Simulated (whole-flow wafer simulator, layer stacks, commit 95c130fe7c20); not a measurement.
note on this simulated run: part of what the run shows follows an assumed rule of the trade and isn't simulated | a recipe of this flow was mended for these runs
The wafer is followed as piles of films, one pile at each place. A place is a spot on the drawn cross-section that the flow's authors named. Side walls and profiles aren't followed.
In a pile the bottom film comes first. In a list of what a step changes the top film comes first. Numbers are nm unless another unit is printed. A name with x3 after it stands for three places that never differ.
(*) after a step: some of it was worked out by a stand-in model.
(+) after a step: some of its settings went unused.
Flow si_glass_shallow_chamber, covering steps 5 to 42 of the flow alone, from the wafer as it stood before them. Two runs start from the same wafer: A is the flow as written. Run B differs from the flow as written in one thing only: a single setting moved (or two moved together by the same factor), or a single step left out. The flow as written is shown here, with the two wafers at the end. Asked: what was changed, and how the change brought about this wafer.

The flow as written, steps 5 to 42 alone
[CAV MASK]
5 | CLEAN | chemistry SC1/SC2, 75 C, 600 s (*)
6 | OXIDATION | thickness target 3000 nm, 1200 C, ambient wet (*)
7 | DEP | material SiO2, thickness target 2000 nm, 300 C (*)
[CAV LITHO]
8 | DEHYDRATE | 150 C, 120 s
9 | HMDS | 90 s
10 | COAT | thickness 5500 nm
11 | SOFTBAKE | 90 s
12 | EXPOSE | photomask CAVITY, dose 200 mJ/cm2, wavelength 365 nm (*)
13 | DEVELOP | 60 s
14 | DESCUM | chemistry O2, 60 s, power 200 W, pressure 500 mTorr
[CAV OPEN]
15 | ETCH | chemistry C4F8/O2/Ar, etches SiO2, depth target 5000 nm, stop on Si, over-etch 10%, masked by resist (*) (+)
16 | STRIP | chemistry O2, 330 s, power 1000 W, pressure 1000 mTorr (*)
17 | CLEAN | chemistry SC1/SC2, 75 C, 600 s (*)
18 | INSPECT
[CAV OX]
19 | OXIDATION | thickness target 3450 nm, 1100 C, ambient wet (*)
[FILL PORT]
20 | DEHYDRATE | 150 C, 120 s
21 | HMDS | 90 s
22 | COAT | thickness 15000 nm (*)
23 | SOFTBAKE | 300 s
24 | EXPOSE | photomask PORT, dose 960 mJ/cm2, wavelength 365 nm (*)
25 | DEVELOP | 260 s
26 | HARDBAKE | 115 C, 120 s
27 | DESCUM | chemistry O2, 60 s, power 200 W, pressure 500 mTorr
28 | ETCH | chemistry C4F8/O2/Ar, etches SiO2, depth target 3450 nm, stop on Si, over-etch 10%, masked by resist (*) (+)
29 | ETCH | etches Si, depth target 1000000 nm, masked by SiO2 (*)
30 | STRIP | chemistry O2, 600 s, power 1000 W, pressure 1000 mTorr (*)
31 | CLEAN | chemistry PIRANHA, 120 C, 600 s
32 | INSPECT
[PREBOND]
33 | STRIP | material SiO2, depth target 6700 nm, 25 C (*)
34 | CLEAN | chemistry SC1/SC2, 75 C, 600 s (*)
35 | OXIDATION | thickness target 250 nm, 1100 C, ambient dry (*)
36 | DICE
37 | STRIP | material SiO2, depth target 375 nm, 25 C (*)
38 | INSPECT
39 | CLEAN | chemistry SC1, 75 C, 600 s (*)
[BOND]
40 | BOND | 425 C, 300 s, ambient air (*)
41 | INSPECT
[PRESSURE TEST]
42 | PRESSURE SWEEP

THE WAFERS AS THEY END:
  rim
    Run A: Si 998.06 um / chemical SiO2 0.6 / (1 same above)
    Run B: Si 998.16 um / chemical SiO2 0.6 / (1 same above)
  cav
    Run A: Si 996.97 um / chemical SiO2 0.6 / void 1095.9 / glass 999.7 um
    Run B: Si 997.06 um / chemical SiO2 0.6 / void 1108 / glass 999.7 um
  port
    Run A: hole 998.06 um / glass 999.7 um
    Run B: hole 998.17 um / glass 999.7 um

Cause: step 6, OXIDATION: thickness target 2719 nm was run, while the flow as written has thickness target 3000 nm.

How this came from the change, step by step:
  6 | OXIDATION | thickness target 3000 nm, 1200 C, ambient wet (*)
      rim, ramp, cav, port, septum, ring: A +3000 SiO2 (new film), -0.6 chemical SiO2 (all of it), -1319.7 Si | B +2719 SiO2 (new film), -0.6 chemical SiO2 (all of it), -1196.1 Si
  15 | ETCH | chemistry C4F8/O2/Ar, etches SiO2, depth target 5000 nm, stop on Si, over-etch 10%, masked by resist (*) (+)
      rim, ramp, septum, ring: A -1100 thick-i-line-resist | B -1038.2 thick-i-line-resist
      cav, port: A -5000 SiO2 (all of it), -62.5 Si | B -4719 SiO2 (all of it), -97.6 Si
  19 | OXIDATION | thickness target 3450 nm, 1100 C, ambient wet (*)
      rim, ramp, septum, ring: A +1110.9 SiO2, -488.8 Si | B +1163.4 SiO2, -511.9 Si
  22 | COAT | thickness 15000 nm (*)
      rim: A +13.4 um thick-i-line-resist (new film) | B +13.49 um thick-i-line-resist (new film)
      ramp: A +12.89 um thick-i-line-resist (new film) | B +13.01 um thick-i-line-resist (new film)
      (also at 3 further places)
  23 | SOFTBAKE | 300 s
      rim: A -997 thick-i-line-resist | B -936.2 thick-i-line-resist
      ramp: A -487.1 thick-i-line-resist | B -455.1 thick-i-line-resist
      (also at 4 further places)
  25 | DEVELOP | 260 s
      port: A -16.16 um thick-i-line-resist (all of it) | B -16.09 um thick-i-line-resist (all of it)
  29 | ETCH | etches Si, depth target 1000000 nm, masked by SiO2 (*)
      rim, ramp: A -11.47 um thick-i-line-resist (all of it), -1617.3 SiO2 | B -11.62 um thick-i-line-resist (all of it), -1538.3 SiO2
      port: A +997.05 um hole (new film), -997.05 um Si (all of it) | B +997.14 um hole (new film), -997.14 um Si (all of it)
      (also at 2 further places)
  30 | STRIP | chemistry O2, 600 s, power 1000 W, pressure 1000 mTorr (*)
      cav: A -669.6 thick-i-line-resist (all of it) | B -603.8 thick-i-line-resist (all of it)
  33 | STRIP | material SiO2, depth target 6700 nm, 25 C (*)
      rim, ramp: A -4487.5 SiO2 (all of it) | B -4338 SiO2 (all of it)
      septum: A -5732.1 SiO2 (all of it) | B -5510.5 SiO2 (all of it)
      (also at 1 further place)
